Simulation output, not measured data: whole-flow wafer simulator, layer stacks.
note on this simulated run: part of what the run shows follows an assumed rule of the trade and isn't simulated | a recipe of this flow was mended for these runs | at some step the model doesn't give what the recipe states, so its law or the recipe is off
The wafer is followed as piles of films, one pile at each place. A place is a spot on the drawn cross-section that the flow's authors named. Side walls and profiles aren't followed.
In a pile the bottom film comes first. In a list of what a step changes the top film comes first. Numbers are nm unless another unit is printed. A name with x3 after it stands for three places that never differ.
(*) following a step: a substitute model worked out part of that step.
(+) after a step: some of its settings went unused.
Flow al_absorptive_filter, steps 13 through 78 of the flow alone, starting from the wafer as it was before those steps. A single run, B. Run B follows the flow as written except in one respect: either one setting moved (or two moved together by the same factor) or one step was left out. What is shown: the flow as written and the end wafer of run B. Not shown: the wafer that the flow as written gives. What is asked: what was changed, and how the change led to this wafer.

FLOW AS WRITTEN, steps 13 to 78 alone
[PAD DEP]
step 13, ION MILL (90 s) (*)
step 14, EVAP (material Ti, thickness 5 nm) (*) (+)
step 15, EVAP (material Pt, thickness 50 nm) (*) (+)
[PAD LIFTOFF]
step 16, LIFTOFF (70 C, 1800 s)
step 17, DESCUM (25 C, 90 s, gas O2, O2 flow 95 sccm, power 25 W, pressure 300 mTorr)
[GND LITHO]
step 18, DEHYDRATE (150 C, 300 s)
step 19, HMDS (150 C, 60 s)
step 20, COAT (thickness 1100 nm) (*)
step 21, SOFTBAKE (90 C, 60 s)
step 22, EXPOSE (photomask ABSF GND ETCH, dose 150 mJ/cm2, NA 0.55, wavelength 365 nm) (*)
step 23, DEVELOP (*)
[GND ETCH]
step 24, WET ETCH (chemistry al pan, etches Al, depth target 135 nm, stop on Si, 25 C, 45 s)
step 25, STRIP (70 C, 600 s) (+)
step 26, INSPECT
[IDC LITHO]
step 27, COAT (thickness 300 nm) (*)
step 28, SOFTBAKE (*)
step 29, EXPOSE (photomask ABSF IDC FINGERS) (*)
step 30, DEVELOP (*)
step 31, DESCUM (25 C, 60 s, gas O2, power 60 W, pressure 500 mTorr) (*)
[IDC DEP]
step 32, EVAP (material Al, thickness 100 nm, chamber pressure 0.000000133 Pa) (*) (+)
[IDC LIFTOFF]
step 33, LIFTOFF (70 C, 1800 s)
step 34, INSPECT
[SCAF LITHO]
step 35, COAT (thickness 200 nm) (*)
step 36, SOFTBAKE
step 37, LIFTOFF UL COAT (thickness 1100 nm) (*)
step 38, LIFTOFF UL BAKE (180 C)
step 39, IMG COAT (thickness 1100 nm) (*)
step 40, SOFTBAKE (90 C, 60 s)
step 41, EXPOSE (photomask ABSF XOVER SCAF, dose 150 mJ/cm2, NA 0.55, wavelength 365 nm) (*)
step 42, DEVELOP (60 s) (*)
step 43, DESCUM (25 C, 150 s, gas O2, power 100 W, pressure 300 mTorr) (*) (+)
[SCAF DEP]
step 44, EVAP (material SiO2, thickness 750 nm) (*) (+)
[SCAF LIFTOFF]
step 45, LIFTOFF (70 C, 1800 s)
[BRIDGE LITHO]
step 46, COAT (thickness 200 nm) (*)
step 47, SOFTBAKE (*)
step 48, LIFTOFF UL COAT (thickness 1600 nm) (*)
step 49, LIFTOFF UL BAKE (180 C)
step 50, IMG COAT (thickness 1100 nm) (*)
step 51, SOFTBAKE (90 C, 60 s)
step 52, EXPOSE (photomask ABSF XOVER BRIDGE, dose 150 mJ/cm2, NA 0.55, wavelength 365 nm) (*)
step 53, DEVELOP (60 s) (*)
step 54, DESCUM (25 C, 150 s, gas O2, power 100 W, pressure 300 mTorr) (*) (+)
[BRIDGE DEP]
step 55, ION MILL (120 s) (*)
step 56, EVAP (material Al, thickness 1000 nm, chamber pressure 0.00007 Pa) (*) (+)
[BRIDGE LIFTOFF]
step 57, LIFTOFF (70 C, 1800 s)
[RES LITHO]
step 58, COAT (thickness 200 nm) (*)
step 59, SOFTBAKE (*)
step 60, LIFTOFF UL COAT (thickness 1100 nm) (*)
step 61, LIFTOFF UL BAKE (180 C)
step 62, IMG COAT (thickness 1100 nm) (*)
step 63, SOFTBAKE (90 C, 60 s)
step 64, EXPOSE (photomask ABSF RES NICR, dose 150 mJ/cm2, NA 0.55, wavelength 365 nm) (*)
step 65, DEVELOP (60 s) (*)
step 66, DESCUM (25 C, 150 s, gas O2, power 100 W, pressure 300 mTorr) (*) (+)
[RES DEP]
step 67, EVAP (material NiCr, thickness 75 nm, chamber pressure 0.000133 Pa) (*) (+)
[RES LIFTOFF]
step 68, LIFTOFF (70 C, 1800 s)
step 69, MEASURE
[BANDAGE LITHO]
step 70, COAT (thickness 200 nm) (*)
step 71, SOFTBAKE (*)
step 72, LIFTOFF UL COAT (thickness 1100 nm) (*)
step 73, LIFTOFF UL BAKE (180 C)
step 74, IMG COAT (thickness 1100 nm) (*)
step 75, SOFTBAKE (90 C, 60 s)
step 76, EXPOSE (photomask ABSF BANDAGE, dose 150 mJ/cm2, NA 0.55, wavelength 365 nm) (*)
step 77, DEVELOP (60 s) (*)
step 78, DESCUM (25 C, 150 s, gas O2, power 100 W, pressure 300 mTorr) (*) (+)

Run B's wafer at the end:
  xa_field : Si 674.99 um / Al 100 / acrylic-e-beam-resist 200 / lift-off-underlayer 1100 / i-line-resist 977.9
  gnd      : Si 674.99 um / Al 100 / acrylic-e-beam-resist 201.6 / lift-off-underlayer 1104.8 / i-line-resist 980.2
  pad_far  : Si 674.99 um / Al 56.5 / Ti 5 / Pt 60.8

What caused this: step 15, EVAP: thickness 60.8 nm was run, though the flow has thickness 50 nm.
The wafer itself shows it: pad_far has Pt 60.8, and step 15 as written asks for 50 nm.

Step by step, how the change led to this:
  step 15, EVAP (material Pt, thickness 50 nm) (*) (+)
      gnd, pad_far, pad_near and 11 more: Pt gains 60.8 (new film) (in the flow as written it would be: Pt gains 50 (new film))
  step 16, LIFTOFF (70 C, 1800 s)
      gnd, ledge, res and 9 more: Pt loses 60.8 (all of it), Ti loses 5 (all of it), i-line-resist loses 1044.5 (all of it), lift-off-underlayer loses 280 (all of it) (in the flow as written it would be: Pt loses 50 (all of it), Ti loses 5 (all of it), i-line-resist loses 1044.5 (all of it), lift-off-underlayer loses 280 (all of it))
  step 35, COAT (thickness 200 nm) (*)
      ledge: acrylic-e-beam-resist gains 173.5 (new film) (in the flow as written it would be: acrylic-e-beam-resist gains 169.8 (new film))
  step 45, LIFTOFF (70 C, 1800 s)
      ledge: SiO2 loses 750 (all of it), i-line-resist loses 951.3 (all of it), lift-off-underlayer loses 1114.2 (all of it), acrylic-e-beam-resist loses 173.5 (all of it) (in the flow as written it would be: SiO2 loses 750 (all of it), i-line-resist loses 952.1 (all of it), lift-off-underlayer loses 1114 (all of it), acrylic-e-beam-resist loses 169.8 (all of it))
  step 46, COAT (thickness 200 nm) (*)
      ledge: acrylic-e-beam-resist gains 173.5 (new film) (in the flow as written it would be: acrylic-e-beam-resist gains 169.8 (new film))
  step 57, LIFTOFF (70 C, 1800 s)
      ledge: Al loses 1000 (all of it), i-line-resist loses 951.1 (all of it), lift-off-underlayer loses 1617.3 (all of it), acrylic-e-beam-resist loses 173.5 (all of it) (in the flow as written it would be: Al loses 1000 (all of it), i-line-resist loses 951.7 (all of it), lift-off-underlayer loses 1617.2 (all of it), acrylic-e-beam-resist loses 169.8 (all of it))
  step 58, COAT (thickness 200 nm) (*)
      ledge: acrylic-e-beam-resist gains 173.5 (new film) (in the flow as written it would be: acrylic-e-beam-resist gains 169.8 (new film))
  step 66, DESCUM (25 C, 150 s, gas O2, power 100 W, pressure 300 mTorr) (*) (+)
      ledge: acrylic-e-beam-resist loses 173.5 (all of it) (in the flow as written it would be: acrylic-e-beam-resist loses 169.8 (all of it))
  step 70, COAT (thickness 200 nm) (*)
      ledge: acrylic-e-beam-resist gains 170.5 (new film) (in the flow as written it would be: acrylic-e-beam-resist gains 167 (new film))
